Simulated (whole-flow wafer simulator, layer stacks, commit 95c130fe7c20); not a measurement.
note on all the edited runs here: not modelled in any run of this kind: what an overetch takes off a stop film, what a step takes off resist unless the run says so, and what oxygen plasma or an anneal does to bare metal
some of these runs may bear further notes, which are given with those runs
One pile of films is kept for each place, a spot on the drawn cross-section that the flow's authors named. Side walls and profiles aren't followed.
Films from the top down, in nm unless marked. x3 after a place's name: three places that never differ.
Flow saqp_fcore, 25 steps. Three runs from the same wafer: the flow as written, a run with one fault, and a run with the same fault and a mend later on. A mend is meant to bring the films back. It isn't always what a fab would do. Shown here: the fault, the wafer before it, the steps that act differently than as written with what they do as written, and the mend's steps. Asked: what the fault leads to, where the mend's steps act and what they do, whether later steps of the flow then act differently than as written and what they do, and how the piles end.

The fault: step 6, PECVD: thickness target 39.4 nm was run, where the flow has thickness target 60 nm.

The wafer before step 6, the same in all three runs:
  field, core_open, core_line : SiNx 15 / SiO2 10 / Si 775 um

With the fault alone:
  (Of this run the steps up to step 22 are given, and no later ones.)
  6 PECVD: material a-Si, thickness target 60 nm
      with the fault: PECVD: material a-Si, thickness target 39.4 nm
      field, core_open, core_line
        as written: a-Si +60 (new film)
        with the fault: a-Si +39.4 (new film)
  No later step of the flow up to step 22 acts differently than as written at any place that is followed.
  After step 22 the piles differ from the flow's by more than 2% or 0.5 nm, whichever is larger, at field, core_open, core_line.
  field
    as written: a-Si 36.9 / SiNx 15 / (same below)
    with the fault: a-Si 16.3 / SiNx 15 / (same below)
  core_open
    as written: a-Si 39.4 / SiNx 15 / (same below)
    with the fault: a-Si 18.8 / SiNx 15 / (same below)
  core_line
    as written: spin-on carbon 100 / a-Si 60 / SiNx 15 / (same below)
    with the fault: spin-on carbon 100 / a-Si 39.4 / SiNx 15 / (same below)

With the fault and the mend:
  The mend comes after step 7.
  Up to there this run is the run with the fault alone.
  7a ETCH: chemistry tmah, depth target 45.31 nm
      field, core_open, core_line
        a-Si -39.4 (all of it)
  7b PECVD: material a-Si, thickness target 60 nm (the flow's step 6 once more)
      field, core_open, core_line
        a-Si +60 (new film)
  No later step of the flow acts differently than as written at any place that is followed.
  At the end the piles are the same as the flow's at every place that both follow.
